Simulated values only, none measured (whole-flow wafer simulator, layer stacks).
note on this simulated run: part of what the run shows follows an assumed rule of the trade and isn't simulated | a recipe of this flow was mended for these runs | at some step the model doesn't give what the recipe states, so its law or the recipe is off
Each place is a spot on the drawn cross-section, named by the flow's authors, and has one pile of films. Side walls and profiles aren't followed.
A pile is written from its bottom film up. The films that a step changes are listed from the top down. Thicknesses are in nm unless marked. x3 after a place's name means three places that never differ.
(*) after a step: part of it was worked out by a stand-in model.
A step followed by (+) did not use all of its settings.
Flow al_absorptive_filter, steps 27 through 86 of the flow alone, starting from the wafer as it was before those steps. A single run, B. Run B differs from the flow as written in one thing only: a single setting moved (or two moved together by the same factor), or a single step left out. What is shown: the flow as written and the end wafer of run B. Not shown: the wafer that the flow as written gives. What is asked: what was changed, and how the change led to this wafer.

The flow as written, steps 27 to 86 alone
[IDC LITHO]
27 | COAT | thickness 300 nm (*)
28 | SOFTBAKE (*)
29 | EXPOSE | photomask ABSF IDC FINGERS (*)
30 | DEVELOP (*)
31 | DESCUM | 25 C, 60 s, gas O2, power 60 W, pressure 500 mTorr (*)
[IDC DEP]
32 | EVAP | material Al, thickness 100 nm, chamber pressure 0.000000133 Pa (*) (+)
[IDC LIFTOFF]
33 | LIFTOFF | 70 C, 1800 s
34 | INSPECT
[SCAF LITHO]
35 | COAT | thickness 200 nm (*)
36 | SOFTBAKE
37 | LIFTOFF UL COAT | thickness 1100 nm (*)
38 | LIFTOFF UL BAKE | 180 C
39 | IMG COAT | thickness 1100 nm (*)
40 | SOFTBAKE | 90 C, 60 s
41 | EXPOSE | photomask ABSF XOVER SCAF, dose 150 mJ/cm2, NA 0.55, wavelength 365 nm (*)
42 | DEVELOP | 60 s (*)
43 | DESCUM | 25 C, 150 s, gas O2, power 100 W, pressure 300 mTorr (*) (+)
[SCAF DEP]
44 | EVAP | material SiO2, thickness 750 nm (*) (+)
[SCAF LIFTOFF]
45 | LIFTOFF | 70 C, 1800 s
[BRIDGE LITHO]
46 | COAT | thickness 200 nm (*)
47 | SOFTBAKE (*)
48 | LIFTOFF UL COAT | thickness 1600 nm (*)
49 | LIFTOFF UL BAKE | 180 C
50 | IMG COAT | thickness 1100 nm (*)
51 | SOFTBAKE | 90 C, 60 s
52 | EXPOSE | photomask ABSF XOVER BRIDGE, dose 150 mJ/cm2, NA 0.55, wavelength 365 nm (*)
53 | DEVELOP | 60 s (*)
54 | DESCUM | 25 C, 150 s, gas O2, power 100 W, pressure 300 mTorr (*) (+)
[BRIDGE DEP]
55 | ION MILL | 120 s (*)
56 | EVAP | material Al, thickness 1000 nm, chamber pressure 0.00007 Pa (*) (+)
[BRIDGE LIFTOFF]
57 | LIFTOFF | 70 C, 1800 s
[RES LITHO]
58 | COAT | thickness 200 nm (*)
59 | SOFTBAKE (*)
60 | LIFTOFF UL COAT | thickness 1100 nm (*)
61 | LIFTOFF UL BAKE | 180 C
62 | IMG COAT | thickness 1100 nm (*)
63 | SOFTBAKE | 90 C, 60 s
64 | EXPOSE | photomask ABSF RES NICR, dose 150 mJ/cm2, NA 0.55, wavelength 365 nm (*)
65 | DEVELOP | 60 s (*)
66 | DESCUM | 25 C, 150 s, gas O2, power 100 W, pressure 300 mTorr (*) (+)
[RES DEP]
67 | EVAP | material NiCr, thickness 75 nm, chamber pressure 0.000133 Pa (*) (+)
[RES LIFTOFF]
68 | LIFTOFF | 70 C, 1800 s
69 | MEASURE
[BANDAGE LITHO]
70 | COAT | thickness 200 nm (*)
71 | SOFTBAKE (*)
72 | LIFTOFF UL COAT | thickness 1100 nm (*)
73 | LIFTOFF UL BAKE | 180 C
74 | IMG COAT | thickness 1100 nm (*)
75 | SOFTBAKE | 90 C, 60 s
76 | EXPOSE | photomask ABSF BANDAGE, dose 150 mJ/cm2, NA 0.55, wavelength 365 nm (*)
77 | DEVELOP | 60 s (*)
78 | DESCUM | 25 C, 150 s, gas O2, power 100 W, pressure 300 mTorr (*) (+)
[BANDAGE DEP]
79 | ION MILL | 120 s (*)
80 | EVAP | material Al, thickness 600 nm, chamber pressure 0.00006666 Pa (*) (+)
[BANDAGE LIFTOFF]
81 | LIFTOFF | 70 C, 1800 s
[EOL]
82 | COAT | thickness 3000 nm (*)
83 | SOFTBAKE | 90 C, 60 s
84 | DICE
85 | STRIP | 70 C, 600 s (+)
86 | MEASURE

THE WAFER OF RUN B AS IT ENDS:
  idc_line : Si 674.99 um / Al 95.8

Cause: step 31, DESCUM: 25 C, 60 s, gas O2, power 60 W, pressure 500 mTorr (*), was skipped.

How this came from the change, step by step:
  32 | EVAP | material Al, thickness 100 nm, chamber pressure 0.000000133 Pa (*) (+)
      idc_line: Al gains 95.8 (new film) (as written it would have been: Al gains 100 (new film))
  33 | LIFTOFF | 70 C, 1800 s
      gnd, xa_field, xa_margin, xa_strip, xl_land, idc_field, idc_space: Al loses 100 (all of it), e-beam-resist loses 300 (all of it) (as written it would have been: Al loses 100 (all of it), e-beam-resist loses 291 (all of it))
      pad_far: Al loses 100 (all of it), e-beam-resist loses 296 (all of it) (as written it would have been: Al loses 100 (all of it), e-beam-resist loses 287 (all of it))
      (also at 5 further places)
  35 | COAT | thickness 200 nm (*)
      idc_line: acrylic-e-beam-resist gains 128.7 (new film) (as written it would have been: acrylic-e-beam-resist gains 125.3 (new film))
  45 | LIFTOFF | 70 C, 1800 s
      idc_line: SiO2 loses 750 (all of it), i-line-resist loses 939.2 (all of it), lift-off-underlayer loses 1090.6 (all of it), acrylic-e-beam-resist loses 128.7 (all of it) (as written it would have been: SiO2 loses 750 (all of it), i-line-resist loses 939.2 (all of it), lift-off-underlayer loses 1090 (all of it), acrylic-e-beam-resist loses 125.3 (all of it))
